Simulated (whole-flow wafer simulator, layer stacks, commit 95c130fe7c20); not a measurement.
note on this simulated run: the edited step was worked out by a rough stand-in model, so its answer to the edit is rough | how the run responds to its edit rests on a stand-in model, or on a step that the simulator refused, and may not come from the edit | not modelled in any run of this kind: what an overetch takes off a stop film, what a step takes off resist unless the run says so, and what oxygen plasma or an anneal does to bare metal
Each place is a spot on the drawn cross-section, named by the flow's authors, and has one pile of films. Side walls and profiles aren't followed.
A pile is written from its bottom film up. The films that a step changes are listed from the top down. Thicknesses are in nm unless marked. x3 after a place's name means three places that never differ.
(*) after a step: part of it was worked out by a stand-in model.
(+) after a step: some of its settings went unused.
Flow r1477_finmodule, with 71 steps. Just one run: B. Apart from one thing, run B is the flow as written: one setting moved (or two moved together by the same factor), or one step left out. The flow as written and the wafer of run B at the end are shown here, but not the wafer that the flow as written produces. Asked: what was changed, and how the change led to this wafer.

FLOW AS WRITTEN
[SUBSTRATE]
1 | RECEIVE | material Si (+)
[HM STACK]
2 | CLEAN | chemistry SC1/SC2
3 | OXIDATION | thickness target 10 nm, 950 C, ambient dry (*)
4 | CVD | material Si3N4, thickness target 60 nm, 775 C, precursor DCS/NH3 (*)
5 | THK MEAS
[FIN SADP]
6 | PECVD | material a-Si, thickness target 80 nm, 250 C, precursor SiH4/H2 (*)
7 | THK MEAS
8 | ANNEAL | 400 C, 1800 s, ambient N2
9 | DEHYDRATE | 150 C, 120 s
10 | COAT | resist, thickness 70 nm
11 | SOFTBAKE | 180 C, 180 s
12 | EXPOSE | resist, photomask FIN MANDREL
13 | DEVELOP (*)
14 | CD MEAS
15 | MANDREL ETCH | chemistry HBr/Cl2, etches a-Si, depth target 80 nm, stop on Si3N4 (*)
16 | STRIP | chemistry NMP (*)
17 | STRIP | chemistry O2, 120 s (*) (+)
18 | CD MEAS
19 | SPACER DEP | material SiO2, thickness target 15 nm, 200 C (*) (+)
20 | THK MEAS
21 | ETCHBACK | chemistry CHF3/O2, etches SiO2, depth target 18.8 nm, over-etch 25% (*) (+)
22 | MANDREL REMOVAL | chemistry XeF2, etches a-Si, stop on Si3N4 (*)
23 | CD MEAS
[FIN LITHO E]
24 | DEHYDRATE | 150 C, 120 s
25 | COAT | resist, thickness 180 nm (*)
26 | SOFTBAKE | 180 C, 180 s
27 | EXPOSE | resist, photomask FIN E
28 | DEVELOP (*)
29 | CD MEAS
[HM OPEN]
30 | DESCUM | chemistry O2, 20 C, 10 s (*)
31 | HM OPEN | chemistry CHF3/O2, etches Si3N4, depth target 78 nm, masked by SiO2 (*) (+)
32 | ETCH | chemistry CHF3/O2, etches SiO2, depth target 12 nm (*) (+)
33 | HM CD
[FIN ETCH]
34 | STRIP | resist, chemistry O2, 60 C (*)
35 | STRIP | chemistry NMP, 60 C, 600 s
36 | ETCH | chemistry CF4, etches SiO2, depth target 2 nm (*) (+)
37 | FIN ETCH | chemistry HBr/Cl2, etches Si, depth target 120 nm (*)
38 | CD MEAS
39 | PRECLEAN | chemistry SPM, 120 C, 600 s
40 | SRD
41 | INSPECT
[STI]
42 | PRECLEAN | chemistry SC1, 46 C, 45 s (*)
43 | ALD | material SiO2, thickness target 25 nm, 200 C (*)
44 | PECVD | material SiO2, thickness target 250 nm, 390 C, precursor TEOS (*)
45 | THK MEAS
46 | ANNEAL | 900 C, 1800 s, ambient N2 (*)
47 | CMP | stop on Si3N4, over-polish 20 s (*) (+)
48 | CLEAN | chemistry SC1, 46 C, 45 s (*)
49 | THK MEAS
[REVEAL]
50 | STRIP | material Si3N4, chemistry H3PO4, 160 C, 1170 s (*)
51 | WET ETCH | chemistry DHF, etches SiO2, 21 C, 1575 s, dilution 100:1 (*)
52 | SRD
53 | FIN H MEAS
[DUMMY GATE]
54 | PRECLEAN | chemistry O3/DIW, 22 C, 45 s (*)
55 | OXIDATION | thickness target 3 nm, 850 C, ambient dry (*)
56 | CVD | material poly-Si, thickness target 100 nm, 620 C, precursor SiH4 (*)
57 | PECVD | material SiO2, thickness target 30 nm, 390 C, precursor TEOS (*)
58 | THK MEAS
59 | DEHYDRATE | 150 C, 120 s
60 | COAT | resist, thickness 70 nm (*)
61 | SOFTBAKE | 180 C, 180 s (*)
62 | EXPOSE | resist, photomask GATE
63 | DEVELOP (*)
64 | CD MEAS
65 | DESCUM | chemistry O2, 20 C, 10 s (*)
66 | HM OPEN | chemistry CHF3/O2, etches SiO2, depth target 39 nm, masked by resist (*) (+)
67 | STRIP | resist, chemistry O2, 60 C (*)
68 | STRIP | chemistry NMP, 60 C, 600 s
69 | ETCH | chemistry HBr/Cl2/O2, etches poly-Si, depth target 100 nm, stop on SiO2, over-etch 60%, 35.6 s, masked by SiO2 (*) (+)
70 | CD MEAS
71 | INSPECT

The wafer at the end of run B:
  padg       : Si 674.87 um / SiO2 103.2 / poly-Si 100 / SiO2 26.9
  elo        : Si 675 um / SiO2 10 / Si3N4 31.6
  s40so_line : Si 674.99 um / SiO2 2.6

The reason: step 57, PECVD: thickness target 32.2 nm was run, whereas the flow has thickness target 30 nm.

How this came from the change, step by step:
  57 | PECVD | material SiO2, thickness target 30 nm, 390 C, precursor TEOS (*)
      pad, padg, elg and 33 more: +32.2 SiO2 (new film) (it would be, as written: +30 SiO2 (new film))
  66 | HM OPEN | chemistry CHF3/O2, etches SiO2, depth target 39 nm, masked by resist (*) (+)
      pad, elo, eso and 15 more: -32.2 SiO2 (all of it), -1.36 poly-Si (it would be, as written: -30 SiO2 (all of it), -1.8 poly-Si)
